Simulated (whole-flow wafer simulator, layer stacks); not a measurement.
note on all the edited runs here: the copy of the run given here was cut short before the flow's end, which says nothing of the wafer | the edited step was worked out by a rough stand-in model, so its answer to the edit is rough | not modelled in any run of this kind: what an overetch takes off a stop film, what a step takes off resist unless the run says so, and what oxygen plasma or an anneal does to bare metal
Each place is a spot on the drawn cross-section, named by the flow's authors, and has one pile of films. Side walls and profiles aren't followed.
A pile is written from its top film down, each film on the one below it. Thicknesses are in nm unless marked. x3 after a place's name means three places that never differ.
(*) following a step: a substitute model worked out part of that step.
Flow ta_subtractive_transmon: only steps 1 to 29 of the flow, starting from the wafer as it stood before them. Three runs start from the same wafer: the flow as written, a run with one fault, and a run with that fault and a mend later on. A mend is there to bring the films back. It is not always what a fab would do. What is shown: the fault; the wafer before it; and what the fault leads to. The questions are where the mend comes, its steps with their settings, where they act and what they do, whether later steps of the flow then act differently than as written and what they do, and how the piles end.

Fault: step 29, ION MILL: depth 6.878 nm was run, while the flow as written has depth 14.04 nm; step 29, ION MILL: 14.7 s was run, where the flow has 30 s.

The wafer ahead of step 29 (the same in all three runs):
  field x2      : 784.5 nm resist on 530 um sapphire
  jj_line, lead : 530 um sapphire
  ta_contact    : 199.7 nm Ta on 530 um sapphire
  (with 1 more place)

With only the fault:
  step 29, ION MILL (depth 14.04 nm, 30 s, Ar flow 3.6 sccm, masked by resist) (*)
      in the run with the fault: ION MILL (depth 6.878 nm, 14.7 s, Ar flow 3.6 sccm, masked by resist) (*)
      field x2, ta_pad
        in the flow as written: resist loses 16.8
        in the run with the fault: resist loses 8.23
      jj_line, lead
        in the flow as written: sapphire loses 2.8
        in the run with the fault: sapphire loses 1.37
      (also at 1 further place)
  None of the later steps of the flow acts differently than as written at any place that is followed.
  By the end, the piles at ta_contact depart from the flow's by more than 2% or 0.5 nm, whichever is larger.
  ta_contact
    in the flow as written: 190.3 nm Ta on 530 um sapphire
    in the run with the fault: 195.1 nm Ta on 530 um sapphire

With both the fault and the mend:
  The mend follows step 29.
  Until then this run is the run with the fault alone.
  step 29a, ION MILL (depth 7.159 nm, 15.3 s, Ar flow 3.6 sccm, masked by resist) (*) (the flow's step 29 again, with other settings)
      field x2, ta_pad
        resist loses 8.56
      jj_line, lead
        sapphire loses 1.43
      ta_contact
        Ta loses 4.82
  None of the later steps of the flow acts differently than as written at any place that is followed.
  By the end, the piles equal the flow's at every place that both follow.
